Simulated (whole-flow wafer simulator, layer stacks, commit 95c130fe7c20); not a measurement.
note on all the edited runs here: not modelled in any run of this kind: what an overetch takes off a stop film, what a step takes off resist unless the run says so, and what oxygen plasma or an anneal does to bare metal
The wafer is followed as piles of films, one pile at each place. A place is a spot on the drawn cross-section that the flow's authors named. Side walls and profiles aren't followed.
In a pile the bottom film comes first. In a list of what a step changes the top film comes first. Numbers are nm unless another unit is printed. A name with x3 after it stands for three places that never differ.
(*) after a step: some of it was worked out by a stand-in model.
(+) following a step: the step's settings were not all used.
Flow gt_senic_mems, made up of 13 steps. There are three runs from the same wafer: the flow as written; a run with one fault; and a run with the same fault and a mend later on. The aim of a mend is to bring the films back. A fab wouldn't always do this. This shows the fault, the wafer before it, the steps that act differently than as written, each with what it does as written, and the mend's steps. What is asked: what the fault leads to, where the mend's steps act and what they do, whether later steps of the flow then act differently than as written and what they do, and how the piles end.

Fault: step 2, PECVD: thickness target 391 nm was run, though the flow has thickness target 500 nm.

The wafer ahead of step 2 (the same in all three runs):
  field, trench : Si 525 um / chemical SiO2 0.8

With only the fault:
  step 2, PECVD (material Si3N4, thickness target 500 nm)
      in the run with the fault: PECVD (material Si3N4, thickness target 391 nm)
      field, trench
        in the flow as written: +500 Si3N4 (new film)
        in the run with the fault: +391 Si3N4 (new film)
  Steps later in the flow that act otherwise than as written (1 other step is not shown; it differs only slightly, by no more than 2% or 0.5 nm, whichever is larger):
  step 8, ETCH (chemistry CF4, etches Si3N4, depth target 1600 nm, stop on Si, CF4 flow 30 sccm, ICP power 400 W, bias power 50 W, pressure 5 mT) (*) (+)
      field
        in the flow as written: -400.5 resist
        in the run with the fault: -327.9 resist
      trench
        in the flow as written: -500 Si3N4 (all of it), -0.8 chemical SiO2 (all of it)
        in the run with the fault: -391 Si3N4 (all of it), -0.8 chemical SiO2 (all of it)
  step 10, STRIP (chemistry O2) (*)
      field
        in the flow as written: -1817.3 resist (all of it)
        in the run with the fault: -1890 resist (all of it)
  By the end, the piles at field depart from the flow's by more than 2% or 0.5 nm, whichever is larger.
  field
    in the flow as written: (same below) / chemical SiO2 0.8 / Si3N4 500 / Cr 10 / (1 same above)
    in the run with the fault: (same below) / chemical SiO2 0.8 / Si3N4 391 / Cr 10 / (1 same above)

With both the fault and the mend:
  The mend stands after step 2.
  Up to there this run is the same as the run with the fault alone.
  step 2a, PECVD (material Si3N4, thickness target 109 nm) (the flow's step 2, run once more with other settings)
      field, trench
        +109 Si3N4
  Every later step of the flow that is run acts as written at every place that is followed.
  At every place that both follow, the piles at the end match the flow's.
